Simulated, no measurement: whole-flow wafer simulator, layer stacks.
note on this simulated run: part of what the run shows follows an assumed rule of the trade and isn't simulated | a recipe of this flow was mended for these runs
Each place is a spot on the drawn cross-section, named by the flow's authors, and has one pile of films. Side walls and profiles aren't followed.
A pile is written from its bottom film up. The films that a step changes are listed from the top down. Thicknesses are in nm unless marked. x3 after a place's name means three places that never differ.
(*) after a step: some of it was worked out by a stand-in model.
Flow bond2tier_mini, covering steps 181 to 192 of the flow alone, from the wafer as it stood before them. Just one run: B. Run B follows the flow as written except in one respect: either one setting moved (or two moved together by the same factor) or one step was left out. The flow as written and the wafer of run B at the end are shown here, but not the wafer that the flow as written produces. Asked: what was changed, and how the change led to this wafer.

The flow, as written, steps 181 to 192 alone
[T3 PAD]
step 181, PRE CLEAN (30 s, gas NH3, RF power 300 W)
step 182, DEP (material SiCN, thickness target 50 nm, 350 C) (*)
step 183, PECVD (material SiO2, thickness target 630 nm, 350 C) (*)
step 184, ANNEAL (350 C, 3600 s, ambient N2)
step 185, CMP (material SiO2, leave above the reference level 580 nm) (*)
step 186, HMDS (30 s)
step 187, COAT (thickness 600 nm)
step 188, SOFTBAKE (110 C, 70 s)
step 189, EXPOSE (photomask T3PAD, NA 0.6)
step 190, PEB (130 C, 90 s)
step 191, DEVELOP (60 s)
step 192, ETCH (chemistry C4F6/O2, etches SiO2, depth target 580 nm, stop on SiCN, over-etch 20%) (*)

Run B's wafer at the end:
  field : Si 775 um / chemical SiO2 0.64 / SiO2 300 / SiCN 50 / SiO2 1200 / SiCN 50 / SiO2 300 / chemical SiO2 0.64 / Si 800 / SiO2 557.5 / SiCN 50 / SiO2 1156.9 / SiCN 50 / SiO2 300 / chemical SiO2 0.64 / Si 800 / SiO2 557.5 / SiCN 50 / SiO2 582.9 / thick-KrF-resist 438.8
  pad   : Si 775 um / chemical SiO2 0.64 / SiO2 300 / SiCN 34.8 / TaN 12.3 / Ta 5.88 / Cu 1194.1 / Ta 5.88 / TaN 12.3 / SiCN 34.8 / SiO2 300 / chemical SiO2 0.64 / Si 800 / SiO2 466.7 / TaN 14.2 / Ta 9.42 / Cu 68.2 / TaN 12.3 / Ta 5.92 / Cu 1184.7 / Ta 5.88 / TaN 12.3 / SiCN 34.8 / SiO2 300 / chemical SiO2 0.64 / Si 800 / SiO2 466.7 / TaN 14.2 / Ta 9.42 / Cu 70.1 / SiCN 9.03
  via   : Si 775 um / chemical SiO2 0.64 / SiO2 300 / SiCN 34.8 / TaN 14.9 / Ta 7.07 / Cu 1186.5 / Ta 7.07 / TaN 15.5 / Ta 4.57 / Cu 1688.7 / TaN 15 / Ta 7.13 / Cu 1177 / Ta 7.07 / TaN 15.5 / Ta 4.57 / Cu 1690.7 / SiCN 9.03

Cause: step 192, ETCH: depth target 685.8 nm was run, though the flow has depth target 580 nm.

Step by step, how the change led to this:
  step 192, ETCH (chemistry C4F6/O2, etches SiO2, depth target 580 nm, stop on SiCN, over-etch 20%) (*)
      pad, via: SiO2 loses 580 (all of it), SiCN loses 41 (as written it would have been: SiO2 loses 580 (all of it), SiCN loses 19.6)
      field: thick-KrF-resist loses 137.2 (as written it would have been: thick-KrF-resist loses 116)
